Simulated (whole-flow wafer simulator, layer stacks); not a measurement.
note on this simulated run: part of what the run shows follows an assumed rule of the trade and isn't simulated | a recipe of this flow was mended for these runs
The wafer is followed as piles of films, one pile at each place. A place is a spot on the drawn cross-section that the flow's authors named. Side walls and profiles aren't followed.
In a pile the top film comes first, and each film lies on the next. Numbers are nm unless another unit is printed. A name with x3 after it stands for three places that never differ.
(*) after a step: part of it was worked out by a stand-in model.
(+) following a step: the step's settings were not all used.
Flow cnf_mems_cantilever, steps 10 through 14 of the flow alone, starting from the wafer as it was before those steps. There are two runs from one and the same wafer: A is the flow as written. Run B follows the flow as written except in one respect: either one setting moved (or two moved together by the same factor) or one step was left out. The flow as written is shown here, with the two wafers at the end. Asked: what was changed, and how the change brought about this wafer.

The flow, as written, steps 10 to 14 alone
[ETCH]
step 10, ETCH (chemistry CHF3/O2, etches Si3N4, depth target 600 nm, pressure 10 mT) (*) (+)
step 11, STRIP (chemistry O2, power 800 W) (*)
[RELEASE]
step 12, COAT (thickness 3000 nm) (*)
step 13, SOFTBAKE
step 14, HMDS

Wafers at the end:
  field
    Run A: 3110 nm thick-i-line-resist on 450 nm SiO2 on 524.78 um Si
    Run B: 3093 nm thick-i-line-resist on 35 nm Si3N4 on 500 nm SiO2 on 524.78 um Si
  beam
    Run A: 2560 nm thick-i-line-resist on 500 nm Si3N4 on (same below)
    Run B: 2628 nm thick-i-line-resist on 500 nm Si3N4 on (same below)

What caused this: step 10, ETCH: depth target 465 nm was run, though the flow has depth target 600 nm.

How this came from the change, step by step:
  step 10, ETCH (chemistry CHF3/O2, etches Si3N4, depth target 600 nm, pressure 10 mT) (*) (+)
      field: A Si3N4 loses 500 (all of it), SiO2 loses 50 | B Si3N4 loses 465
      beam: A KrF-resist loses 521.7 | B KrF-resist loses 404.3
  step 11, STRIP (chemistry O2, power 800 W) (*)
      beam: A KrF-resist loses 460.9 (all of it) | B KrF-resist loses 578.3 (all of it)
  step 12, COAT (thickness 3000 nm) (*)
      beam: A thick-i-line-resist gains 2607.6 (new film) | B thick-i-line-resist gains 2667 (new film)
  step 13, SOFTBAKE
      field: A thick-i-line-resist gains 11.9 | B thick-i-line-resist gains 9.76
      beam: A thick-i-line-resist loses 47.6 | B thick-i-line-resist loses 39
